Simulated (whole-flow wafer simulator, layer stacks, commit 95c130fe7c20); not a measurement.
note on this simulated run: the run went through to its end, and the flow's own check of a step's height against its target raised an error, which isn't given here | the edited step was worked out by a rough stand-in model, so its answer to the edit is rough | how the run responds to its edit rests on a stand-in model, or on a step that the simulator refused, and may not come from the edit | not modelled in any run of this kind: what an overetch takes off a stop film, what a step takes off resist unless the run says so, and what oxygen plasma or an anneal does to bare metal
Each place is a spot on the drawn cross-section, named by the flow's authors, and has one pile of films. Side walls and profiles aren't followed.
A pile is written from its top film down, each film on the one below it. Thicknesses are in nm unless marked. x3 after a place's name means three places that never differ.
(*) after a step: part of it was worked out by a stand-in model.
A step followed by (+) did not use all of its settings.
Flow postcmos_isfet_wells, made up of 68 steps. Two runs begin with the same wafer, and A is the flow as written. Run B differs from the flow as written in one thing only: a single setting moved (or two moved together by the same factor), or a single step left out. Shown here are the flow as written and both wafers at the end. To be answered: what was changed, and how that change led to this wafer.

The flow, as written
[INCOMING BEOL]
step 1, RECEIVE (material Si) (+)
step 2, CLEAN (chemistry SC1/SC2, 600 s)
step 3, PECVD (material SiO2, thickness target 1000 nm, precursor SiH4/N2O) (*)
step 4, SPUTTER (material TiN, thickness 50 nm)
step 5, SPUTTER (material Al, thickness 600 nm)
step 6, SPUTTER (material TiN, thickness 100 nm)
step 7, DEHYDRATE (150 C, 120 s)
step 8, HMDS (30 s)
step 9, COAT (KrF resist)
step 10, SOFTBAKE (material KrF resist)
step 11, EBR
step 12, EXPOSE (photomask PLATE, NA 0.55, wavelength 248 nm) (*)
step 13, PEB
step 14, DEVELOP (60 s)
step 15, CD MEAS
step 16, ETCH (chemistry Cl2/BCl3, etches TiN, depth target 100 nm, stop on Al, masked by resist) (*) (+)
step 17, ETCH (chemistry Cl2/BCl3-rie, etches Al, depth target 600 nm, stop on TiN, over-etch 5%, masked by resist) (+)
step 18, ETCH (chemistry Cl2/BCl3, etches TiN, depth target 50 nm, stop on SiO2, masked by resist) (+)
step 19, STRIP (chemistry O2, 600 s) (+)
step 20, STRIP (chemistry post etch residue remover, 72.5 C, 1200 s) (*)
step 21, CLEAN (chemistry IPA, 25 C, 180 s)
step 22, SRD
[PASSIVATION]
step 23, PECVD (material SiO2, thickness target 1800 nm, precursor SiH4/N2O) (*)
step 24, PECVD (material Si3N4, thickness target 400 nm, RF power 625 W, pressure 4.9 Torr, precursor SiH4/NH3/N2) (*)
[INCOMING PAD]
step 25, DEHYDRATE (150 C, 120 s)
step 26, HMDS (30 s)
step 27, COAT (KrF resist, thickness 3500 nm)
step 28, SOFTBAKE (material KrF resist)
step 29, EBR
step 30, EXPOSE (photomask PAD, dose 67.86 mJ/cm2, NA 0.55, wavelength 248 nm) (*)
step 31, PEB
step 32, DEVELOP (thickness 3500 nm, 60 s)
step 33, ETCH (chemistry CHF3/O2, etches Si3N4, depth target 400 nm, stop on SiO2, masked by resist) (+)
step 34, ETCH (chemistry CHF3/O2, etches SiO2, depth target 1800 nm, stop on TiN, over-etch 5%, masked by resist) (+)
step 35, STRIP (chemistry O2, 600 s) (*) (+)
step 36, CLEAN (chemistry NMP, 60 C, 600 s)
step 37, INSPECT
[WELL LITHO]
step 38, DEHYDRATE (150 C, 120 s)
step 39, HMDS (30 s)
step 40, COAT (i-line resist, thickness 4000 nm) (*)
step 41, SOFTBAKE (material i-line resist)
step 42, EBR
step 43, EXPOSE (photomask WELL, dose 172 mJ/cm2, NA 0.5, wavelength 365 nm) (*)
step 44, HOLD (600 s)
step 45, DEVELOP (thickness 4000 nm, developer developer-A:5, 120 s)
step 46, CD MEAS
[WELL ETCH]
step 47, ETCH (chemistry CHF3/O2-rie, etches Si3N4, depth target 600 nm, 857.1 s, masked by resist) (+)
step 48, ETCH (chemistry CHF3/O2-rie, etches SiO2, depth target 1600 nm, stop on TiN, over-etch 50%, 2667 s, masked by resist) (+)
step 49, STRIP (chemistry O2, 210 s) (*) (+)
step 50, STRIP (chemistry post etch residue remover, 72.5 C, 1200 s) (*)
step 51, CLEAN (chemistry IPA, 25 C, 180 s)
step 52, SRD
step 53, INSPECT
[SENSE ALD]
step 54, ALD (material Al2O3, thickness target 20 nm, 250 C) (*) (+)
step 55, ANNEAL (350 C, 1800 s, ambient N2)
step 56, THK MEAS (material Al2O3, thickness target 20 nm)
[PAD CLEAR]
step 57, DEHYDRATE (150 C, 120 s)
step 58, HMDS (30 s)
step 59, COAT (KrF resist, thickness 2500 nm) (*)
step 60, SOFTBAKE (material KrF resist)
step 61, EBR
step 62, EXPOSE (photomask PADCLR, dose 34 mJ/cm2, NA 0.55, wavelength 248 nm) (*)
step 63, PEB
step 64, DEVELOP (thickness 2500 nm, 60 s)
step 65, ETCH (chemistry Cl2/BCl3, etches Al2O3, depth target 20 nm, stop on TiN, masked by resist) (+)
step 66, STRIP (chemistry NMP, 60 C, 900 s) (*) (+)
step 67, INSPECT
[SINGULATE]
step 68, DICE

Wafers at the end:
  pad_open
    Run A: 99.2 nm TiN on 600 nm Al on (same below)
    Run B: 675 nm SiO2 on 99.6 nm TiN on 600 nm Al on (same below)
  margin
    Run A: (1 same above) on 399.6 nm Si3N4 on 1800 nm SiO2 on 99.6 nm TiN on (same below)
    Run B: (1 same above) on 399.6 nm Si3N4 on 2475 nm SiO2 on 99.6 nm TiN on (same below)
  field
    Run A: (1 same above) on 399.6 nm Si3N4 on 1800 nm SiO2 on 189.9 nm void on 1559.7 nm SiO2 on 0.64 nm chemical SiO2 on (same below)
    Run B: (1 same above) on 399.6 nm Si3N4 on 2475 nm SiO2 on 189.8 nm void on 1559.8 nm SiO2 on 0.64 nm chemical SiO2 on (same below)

Cause: step 23, PECVD: thickness target 2475 nm was run, while the flow as written has thickness target 1800 nm.
One can read it off the wafer: margin has SiO2 2475, and step 23 as written asks for 1800 nm.

How this came from the change, step by step:
  step 23, PECVD (material SiO2, thickness target 1800 nm, precursor SiH4/N2O) (*)
      margin, well900, well1300 x3, pad_rim, pad_clr, pad_open: A SiO2 gains 1800 (new film) | B SiO2 gains 2475 (new film)
      field: A SiO2 gains 1800 (new film), void gains 189.9 (new film), SiO2 gains 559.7 | B SiO2 gains 2475 (new film), void gains 189.8 (new film), SiO2 gains 559.8
  step 34, ETCH (chemistry CHF3/O2, etches SiO2, depth target 1800 nm, stop on TiN, over-etch 5%, masked by resist) (+)
      pad_open: A SiO2 loses 1800 (all of it) | B SiO2 loses 1800
  step 48, ETCH (chemistry CHF3/O2-rie, etches SiO2, depth target 1600 nm, stop on TiN, over-etch 50%, 2667 s, masked by resist) (+)
      well900, well1300 x3: A SiO2 loses 1600 (all of it) | B SiO2 loses 2275 (all of it)
  step 59, COAT (KrF resist, thickness 2500 nm) (*)
      field: A KrF resist gains 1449 (new film) | B KrF resist gains 1126.5 (new film)
      margin: A KrF resist gains 1448.9 (new film) | B KrF resist gains 1126.4 (new film)
  step 63, PEB
      field, margin: A KrF resist loses 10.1 | B KrF resist loses 7.8
  step 66, STRIP (chemistry NMP, 60 C, 900 s) (*) (+)
      field: A KrF resist loses 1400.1 (all of it) | B KrF resist loses 1080 (all of it)
      margin: A KrF resist loses 1400.1 (all of it) | B KrF resist loses 1079.9 (all of it)
